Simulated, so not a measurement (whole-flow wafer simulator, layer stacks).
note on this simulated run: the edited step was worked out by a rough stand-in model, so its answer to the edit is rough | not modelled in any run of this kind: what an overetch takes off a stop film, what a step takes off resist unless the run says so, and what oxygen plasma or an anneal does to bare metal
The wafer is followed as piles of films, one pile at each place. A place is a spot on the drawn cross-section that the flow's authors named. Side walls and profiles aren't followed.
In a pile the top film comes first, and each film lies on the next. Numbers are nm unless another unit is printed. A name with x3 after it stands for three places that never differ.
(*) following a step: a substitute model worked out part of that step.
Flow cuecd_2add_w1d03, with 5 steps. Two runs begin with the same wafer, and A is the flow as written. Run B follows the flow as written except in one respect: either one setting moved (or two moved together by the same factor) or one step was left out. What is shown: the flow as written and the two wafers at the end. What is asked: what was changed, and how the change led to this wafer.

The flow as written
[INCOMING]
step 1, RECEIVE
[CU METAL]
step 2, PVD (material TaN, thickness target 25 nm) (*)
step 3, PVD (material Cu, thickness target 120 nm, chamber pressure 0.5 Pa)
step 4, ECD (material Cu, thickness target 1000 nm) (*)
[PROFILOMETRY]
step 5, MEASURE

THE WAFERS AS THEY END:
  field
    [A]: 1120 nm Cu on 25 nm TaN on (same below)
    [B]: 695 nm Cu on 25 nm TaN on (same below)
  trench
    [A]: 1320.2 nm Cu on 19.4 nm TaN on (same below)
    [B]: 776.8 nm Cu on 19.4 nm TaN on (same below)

What caused this: step 4, ECD: thickness target 575 nm was run, though the flow has thickness target 1000 nm.

Step by step, how the change led to this:
  step 4, ECD (material Cu, thickness target 1000 nm) (*)
      field: A +1000 Cu | B +575 Cu
      trench: A +1226.8 Cu | B +683.3 Cu
